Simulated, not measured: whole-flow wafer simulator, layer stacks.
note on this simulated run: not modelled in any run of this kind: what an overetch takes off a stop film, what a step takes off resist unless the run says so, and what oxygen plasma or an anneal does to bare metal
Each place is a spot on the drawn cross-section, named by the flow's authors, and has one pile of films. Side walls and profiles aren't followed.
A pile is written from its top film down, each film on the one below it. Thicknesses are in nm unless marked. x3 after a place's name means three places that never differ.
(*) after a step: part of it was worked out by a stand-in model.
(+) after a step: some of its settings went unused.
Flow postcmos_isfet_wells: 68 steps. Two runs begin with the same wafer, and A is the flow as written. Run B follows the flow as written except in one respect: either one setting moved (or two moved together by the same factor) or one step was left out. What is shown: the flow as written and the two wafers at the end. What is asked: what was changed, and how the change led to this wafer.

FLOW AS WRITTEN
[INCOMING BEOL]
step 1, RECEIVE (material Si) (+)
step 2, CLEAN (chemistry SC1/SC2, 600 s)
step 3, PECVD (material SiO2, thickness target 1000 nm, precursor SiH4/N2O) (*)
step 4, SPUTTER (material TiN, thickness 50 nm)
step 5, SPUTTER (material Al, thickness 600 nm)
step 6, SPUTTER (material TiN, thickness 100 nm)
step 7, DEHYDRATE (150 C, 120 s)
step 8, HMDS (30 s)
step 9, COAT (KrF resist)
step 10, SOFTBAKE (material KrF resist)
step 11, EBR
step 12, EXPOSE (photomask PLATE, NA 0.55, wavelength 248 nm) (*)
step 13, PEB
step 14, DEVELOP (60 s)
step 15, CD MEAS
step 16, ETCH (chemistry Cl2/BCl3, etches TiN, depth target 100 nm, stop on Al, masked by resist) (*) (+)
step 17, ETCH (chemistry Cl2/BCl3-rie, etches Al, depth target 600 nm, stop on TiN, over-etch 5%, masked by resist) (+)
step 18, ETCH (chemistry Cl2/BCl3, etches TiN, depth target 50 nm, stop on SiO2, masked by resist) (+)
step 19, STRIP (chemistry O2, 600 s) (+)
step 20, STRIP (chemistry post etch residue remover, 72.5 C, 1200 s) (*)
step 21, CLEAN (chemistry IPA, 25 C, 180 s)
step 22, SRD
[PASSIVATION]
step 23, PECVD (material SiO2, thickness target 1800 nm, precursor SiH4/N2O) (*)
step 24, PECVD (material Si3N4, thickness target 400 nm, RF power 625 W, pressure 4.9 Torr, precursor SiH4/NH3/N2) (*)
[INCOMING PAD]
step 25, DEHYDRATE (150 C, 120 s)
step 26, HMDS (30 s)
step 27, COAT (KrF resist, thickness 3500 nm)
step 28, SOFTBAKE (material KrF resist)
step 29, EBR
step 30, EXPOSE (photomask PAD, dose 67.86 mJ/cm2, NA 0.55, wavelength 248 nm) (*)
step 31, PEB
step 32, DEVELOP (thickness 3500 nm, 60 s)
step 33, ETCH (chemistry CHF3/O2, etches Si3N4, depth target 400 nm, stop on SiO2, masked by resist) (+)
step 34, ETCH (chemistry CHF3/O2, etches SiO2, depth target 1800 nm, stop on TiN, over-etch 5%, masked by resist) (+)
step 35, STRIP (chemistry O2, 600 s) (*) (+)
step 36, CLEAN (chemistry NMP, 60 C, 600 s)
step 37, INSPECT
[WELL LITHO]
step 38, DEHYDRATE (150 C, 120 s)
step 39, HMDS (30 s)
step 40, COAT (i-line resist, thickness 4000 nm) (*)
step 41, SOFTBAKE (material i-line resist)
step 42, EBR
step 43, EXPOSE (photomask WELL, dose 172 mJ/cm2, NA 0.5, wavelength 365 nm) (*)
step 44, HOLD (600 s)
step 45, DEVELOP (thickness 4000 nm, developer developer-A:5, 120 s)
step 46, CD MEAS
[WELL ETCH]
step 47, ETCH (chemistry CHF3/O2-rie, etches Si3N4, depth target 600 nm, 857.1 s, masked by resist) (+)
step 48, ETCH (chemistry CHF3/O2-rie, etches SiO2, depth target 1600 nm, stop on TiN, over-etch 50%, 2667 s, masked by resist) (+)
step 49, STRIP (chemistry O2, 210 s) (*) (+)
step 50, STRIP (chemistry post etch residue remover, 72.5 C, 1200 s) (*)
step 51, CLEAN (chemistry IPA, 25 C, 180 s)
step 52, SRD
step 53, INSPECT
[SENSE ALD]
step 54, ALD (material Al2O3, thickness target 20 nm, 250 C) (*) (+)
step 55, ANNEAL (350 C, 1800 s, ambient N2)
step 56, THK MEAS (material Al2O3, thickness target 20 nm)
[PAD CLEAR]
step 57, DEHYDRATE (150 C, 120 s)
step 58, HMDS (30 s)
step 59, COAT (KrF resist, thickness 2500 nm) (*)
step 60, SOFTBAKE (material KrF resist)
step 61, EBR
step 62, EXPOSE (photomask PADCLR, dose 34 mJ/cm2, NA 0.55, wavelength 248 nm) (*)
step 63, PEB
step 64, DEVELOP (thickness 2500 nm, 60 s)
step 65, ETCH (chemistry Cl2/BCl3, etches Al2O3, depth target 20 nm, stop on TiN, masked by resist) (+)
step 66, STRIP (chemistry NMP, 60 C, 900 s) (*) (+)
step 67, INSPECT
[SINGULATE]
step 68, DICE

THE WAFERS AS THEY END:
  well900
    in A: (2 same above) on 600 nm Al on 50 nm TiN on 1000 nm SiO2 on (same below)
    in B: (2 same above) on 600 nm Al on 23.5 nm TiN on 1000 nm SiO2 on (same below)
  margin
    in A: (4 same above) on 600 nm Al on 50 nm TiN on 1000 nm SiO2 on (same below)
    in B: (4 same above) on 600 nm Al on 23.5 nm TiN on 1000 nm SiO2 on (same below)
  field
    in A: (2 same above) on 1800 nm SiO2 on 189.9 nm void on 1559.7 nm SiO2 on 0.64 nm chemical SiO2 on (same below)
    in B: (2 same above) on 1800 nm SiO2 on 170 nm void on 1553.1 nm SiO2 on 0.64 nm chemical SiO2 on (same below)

Cause: step 4, SPUTTER: thickness 23.5 nm was run, though the flow has thickness 50 nm.
The wafer lets one read it off: well900 has TiN 23.5, and step 4 as written asks for 50 nm.

The path from the change to this, step by step:
  step 4, SPUTTER (material TiN, thickness 50 nm)
      field, margin, well900, well1300 x3, pad_rim, pad_clr, pad_open: A TiN gains 50 (new film) | B TiN gains 23.5 (new film)
  step 18, ETCH (chemistry Cl2/BCl3, etches TiN, depth target 50 nm, stop on SiO2, masked by resist) (+)
      margin, well900, well1300 x3, pad_rim, pad_clr, pad_open: A KrF resist loses 20 | B KrF resist loses 14.1
      field: A TiN loses 50 (all of it) | B TiN loses 23.5 (all of it)
  step 23, PECVD (material SiO2, thickness target 1800 nm, precursor SiH4/N2O) (*)
      field: A SiO2 gains 1800 (new film), void gains 189.9 (new film), SiO2 gains 559.7 | B SiO2 gains 1800 (new film), void gains 170 (new film), SiO2 gains 553.1
